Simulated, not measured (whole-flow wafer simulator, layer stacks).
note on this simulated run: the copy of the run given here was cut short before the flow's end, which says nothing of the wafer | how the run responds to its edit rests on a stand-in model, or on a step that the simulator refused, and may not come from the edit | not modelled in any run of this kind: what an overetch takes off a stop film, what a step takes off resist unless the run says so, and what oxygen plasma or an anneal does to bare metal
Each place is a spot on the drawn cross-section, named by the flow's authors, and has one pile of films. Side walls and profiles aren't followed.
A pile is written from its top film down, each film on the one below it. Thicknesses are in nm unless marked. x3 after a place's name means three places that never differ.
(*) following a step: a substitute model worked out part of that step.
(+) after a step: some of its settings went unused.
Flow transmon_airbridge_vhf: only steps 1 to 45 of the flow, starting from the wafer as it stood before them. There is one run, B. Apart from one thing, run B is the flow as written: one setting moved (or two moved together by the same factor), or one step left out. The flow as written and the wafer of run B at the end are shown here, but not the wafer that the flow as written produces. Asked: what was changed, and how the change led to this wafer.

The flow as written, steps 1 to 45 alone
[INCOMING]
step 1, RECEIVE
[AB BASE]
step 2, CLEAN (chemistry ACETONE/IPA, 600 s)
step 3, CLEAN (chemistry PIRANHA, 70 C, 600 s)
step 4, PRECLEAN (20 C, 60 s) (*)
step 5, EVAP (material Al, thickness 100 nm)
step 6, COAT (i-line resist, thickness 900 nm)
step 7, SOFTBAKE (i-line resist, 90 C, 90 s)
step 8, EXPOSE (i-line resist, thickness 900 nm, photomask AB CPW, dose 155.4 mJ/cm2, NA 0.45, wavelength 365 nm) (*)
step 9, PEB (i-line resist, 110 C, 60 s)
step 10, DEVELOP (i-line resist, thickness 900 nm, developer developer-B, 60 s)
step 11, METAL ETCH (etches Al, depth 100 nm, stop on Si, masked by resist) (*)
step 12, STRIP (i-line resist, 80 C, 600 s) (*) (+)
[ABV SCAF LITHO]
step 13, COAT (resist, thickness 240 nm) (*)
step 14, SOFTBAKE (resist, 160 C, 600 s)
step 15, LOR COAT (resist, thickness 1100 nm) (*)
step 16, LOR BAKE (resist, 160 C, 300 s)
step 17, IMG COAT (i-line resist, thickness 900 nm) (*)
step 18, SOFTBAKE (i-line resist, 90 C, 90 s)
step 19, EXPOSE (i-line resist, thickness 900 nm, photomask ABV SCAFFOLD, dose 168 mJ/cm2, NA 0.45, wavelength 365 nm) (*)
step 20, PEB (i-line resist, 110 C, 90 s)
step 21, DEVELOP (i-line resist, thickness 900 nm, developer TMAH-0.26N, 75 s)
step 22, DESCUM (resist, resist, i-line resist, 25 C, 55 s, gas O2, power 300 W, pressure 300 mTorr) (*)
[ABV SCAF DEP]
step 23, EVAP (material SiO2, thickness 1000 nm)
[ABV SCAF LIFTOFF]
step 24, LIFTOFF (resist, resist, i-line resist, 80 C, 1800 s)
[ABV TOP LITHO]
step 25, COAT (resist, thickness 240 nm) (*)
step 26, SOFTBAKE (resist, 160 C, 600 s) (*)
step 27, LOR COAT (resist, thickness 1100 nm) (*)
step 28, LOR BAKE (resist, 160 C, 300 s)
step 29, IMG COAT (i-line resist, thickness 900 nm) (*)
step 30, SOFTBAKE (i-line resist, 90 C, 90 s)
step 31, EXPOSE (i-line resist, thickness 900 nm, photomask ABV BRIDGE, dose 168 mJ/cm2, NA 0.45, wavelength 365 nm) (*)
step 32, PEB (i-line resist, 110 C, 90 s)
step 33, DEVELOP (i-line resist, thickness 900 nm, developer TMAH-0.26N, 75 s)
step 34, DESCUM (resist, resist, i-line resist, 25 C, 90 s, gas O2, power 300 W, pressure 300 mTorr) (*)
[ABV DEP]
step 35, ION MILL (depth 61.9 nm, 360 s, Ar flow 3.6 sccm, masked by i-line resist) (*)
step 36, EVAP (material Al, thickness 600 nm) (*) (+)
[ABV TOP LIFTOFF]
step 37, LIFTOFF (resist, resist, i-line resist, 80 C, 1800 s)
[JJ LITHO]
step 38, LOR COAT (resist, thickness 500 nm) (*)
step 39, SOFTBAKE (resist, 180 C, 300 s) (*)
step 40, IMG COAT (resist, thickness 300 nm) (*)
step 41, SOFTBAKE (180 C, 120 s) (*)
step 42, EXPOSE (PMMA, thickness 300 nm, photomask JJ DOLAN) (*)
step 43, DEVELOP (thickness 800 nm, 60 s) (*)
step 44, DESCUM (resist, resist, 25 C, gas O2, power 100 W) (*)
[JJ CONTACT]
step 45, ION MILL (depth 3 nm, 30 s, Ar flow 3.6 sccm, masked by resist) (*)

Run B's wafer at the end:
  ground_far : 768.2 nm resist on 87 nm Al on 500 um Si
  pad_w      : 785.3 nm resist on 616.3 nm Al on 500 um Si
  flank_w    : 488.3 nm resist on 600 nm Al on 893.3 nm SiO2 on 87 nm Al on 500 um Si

The reason: step 5, EVAP: thickness 87 nm was run, whereas the flow has thickness 100 nm.
One can read it off the wafer: ground_far has Al 87, and step 5 as written asks for 100 nm.

Step by step, how the change led to this:
  step 5, EVAP (material Al, thickness 100 nm)
      field x3, jj_line, ground_far and 12 more: Al gains 87 (new film) (in the flow as written it would be: Al gains 100 (new film))
  step 11, METAL ETCH (etches Al, depth 100 nm, stop on Si, masked by resist) (*)
      field x3, jj_line, gap_w, gap_e: Al loses 87 (all of it) (in the flow as written it would be: Al loses 100 (all of it))
